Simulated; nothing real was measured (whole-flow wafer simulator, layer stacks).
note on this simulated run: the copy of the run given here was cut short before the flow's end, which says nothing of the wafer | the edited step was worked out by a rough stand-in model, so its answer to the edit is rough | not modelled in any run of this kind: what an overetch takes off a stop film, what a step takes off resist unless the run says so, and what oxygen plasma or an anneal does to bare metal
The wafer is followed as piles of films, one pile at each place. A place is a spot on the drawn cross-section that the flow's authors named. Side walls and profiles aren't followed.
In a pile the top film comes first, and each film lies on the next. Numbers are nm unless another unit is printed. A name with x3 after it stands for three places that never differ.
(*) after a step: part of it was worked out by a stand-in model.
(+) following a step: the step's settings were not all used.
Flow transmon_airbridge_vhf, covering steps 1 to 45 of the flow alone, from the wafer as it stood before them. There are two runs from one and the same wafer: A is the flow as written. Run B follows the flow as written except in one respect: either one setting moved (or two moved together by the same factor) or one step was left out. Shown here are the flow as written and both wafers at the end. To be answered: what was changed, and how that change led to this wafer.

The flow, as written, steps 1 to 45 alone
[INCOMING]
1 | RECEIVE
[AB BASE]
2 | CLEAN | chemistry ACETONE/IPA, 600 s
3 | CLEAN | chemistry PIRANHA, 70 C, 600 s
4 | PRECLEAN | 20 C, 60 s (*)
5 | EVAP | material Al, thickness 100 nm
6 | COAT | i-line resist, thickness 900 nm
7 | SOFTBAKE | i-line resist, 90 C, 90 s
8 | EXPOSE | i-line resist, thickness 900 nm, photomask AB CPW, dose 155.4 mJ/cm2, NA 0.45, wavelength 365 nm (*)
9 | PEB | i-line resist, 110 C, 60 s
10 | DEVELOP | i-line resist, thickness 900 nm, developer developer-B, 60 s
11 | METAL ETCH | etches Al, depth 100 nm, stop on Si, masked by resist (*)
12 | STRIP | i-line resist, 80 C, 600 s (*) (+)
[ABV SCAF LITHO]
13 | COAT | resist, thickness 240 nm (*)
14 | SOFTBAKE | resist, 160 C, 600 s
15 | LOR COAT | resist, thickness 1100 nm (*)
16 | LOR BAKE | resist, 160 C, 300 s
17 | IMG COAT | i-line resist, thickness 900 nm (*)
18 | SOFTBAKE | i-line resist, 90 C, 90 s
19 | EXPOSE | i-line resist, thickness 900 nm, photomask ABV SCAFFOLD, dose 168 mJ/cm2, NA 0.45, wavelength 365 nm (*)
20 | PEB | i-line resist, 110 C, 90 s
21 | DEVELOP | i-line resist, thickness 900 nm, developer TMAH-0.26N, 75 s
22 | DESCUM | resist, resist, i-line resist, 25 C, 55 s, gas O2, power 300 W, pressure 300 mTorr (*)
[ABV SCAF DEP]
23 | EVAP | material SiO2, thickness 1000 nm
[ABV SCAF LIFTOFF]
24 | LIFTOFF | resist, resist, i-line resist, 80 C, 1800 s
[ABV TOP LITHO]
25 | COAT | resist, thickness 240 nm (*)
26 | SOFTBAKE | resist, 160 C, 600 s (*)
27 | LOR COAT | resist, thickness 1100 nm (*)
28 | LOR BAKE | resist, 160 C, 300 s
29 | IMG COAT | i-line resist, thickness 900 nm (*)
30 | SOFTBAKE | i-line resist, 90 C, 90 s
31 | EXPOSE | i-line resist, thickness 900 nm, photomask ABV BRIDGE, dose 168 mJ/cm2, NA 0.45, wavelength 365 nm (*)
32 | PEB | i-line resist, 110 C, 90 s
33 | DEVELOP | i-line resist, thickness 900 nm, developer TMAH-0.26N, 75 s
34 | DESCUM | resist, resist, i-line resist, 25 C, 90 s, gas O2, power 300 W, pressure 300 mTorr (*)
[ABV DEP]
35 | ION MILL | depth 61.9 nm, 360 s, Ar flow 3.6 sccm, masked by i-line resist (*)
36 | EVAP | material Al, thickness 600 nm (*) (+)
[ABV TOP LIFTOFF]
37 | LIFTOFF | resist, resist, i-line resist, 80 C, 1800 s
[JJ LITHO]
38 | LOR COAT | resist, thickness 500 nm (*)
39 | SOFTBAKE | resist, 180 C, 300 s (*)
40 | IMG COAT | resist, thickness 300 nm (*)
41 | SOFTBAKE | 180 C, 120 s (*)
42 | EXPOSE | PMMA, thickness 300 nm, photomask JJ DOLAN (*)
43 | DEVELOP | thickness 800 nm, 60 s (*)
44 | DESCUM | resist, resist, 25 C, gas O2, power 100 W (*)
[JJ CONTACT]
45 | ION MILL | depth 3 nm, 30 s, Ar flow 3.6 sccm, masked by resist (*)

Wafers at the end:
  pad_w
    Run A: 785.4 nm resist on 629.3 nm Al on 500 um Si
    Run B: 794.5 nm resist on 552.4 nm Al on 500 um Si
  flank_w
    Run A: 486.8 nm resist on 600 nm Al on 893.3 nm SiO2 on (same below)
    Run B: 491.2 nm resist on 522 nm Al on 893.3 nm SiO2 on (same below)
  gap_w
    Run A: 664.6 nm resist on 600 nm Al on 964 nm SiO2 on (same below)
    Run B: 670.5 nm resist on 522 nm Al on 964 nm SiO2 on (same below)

The reason: step 36, EVAP: thickness 522 nm was run, whereas the flow has thickness 600 nm.
The wafer itself shows it: flank_w has Al 522, and step 36 as written asks for 600 nm.

The path from the change to this, step by step:
  36 | EVAP | material Al, thickness 600 nm (*) (+)
      field x3, jj_line, ground_far and 10 more: A Al gains 600 (new film) | B Al gains 522 (new film)
      pad_w, pad_e: A Al gains 591.2 | B Al gains 514.4
  37 | LIFTOFF | resist, resist, i-line resist, 80 C, 1800 s
      field x3, jj_line, trace_open_s x2: A Al loses 600 (all of it), i-line resist loses 600 (all of it), resist loses 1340 (all of it) | B Al loses 522 (all of it), i-line resist loses 600 (all of it), resist loses 1340 (all of it)
      margin_s, margin_n: A Al loses 600 (all of it), i-line resist loses 318.3 (all of it), resist loses 992 (all of it) | B Al loses 522 (all of it), i-line resist loses 318.3 (all of it), resist loses 992 (all of it)
      (and at 1 other place as well)
  38 | LOR COAT | resist, thickness 500 nm (*)
      bridge_strip: A resist gains 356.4 (new film) | B resist gains 365 (new film)
  40 | IMG COAT | resist, thickness 300 nm (*)
      bridge_strip: A resist gains 197.1 | B resist gains 201.7
